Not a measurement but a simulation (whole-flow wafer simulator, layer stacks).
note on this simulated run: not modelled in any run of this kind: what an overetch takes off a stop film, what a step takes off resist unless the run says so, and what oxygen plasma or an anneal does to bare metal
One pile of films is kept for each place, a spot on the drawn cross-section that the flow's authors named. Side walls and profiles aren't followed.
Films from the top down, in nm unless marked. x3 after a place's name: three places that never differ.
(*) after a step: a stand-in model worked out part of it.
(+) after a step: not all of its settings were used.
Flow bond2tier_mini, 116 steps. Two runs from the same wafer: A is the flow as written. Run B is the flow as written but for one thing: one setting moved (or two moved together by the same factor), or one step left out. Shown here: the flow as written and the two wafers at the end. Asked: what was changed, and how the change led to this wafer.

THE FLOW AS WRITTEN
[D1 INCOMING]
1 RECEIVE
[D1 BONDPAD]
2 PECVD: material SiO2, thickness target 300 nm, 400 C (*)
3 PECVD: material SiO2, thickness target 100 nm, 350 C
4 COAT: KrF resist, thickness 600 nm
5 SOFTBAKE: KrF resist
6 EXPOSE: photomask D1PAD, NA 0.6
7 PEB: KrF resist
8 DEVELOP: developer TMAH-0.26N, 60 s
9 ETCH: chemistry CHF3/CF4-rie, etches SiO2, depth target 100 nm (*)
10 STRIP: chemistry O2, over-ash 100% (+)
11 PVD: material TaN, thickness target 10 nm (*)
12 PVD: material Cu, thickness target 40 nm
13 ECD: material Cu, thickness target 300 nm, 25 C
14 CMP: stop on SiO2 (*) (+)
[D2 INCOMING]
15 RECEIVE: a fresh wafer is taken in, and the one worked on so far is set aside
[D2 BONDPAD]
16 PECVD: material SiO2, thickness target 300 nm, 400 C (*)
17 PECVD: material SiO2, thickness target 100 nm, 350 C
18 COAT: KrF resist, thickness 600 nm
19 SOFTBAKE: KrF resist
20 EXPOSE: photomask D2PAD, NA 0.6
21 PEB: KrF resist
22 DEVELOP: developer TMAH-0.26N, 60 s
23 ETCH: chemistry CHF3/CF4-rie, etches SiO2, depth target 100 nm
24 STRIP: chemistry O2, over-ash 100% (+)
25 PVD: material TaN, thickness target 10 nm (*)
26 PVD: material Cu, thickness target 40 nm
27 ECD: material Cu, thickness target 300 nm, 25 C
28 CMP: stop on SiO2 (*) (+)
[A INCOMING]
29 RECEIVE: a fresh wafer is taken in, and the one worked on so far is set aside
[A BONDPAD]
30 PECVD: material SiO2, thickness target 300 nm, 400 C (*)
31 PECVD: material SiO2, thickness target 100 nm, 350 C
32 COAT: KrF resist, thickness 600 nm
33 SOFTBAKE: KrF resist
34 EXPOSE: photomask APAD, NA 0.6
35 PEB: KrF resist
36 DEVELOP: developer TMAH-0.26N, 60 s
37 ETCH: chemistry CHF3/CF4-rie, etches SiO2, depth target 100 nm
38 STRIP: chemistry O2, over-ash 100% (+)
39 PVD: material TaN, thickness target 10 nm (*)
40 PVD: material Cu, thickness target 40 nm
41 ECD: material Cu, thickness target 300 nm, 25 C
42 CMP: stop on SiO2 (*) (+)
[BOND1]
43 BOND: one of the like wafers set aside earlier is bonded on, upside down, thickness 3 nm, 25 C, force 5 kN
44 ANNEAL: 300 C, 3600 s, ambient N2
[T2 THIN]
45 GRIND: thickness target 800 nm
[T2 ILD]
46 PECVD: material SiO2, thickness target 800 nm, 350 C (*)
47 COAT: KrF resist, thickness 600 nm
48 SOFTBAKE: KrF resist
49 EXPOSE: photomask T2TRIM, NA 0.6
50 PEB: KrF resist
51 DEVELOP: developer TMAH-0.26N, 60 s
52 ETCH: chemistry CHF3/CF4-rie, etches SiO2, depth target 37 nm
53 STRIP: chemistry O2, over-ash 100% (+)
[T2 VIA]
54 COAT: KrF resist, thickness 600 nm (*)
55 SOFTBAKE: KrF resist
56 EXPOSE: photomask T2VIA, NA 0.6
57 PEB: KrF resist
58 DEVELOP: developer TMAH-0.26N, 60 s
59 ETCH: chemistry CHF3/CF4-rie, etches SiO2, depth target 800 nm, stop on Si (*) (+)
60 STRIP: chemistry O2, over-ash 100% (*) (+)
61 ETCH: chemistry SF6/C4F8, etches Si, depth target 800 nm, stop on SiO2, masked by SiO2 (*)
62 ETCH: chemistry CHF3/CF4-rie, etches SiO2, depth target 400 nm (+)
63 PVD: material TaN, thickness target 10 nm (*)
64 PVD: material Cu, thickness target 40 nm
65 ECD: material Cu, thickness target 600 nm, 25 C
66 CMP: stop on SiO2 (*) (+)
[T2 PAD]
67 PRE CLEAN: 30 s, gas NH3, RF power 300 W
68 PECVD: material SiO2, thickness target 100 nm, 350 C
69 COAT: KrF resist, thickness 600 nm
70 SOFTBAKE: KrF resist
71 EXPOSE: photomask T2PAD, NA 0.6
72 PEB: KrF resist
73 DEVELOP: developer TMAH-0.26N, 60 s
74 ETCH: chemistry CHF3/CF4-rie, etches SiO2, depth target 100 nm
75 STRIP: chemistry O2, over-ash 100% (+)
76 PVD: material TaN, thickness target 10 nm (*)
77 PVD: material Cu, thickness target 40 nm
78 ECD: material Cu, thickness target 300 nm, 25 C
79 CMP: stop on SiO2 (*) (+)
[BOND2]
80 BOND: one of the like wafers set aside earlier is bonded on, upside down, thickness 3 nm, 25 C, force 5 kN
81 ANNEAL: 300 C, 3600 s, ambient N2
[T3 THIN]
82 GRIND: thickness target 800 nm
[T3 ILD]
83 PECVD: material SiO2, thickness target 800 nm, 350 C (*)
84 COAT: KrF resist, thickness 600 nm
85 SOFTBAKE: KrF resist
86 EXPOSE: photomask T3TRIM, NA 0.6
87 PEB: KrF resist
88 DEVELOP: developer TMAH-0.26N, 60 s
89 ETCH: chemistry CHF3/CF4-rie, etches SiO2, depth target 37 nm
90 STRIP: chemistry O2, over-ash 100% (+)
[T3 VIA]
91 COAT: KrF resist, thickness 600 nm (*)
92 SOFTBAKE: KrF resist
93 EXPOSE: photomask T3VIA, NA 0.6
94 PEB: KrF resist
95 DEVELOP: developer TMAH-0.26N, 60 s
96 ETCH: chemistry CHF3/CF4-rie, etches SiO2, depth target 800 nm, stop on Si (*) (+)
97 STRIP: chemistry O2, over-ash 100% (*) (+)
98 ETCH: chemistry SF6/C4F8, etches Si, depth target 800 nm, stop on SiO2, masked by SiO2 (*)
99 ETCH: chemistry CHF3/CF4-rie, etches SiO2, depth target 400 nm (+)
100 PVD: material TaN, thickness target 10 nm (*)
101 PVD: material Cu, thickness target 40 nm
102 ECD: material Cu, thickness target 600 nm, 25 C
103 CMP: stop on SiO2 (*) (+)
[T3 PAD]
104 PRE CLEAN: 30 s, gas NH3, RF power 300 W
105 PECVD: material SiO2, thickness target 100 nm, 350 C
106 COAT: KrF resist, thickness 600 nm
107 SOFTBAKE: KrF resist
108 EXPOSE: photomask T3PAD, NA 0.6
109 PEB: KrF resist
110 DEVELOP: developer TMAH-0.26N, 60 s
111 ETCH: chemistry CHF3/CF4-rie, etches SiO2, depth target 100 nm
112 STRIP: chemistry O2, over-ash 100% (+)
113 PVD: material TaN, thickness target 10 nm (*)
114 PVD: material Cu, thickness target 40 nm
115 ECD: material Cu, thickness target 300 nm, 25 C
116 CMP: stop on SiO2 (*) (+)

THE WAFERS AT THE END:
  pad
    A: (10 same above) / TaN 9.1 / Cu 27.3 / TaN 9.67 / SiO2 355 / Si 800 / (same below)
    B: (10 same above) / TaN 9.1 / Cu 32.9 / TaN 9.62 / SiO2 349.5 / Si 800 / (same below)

The cause: step 52, ETCH: depth target 42.5 nm was run, where the flow has depth target 37 nm.

How the change led to this, step by step:
  52 ETCH: chemistry CHF3/CF4-rie, etches SiO2, depth target 37 nm
      pad, via: A SiO2 -37 | B SiO2 -42.5
      field: A KrF resist -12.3 | B KrF resist -14.2
